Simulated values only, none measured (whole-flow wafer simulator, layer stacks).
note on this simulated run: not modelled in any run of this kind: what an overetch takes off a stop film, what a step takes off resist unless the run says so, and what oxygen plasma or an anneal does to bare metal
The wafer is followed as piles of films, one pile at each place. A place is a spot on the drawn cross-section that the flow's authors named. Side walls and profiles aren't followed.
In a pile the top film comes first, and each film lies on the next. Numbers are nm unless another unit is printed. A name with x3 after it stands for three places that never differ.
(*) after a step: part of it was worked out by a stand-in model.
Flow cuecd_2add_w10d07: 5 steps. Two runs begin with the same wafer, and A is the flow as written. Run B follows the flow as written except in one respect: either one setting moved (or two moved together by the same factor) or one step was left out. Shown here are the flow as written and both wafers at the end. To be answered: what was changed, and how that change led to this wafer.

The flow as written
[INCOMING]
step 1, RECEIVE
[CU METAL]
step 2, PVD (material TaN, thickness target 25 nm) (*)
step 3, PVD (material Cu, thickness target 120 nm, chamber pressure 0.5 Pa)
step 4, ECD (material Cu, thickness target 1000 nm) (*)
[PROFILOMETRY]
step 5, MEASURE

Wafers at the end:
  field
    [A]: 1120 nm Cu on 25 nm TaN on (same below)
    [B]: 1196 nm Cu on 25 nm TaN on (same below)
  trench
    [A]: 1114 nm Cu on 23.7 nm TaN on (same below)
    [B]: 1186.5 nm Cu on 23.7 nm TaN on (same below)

Cause: step 3, PVD: thickness target 196 nm was run, while the flow as written has thickness target 120 nm.

How this came from the change, step by step:
  step 3, PVD (material Cu, thickness target 120 nm, chamber pressure 0.5 Pa)
      field: A Cu gains 120 (new film) | B Cu gains 196 (new film)
      trench: A Cu gains 114 (new film) | B Cu gains 186.5 (new film)
